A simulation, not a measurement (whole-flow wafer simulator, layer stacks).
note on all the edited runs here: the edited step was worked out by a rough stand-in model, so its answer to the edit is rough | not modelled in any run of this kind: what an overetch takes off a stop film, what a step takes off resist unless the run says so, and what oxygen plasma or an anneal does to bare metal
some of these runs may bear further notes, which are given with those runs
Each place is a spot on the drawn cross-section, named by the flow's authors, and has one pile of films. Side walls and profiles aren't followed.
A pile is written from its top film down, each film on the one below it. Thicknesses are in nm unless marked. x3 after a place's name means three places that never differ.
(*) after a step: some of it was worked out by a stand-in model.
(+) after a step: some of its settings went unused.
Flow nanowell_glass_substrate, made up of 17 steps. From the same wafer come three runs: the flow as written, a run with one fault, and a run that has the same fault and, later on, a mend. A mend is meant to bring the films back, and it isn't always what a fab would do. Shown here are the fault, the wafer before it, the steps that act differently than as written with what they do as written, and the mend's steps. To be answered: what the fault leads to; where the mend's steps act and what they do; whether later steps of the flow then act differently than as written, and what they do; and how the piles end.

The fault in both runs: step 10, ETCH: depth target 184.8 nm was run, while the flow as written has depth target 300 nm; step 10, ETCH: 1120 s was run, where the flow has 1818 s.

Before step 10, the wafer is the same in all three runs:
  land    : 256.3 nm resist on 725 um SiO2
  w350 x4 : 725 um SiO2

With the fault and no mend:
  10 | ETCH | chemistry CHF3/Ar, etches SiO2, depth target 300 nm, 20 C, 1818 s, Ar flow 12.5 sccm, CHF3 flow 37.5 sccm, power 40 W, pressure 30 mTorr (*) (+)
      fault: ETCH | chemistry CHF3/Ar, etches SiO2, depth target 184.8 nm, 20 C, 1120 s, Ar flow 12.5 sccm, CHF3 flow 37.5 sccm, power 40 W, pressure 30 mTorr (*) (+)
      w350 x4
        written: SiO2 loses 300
        fault: SiO2 loses 184.8
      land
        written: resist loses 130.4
        fault: resist loses 80.3
  Steps later in the flow that act otherwise than as written:
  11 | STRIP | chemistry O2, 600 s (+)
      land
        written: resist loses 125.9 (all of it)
        fault: resist loses 176 (all of it)
  When the end is reached, the piles differ only a little from the flow's at the places that both follow, at most by 2% or 0.5 nm, whichever is larger.

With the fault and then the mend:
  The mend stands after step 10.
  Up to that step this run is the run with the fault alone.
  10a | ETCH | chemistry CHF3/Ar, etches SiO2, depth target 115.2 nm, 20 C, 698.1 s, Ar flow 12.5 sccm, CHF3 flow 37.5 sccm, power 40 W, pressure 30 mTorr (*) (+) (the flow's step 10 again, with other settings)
      w350 x4
        SiO2 loses 115.2
      land
        resist loses 50.1
  Every later step of the flow that is run acts as written at every place that is followed.
  At every place that both follow, the piles at the end match the flow's.
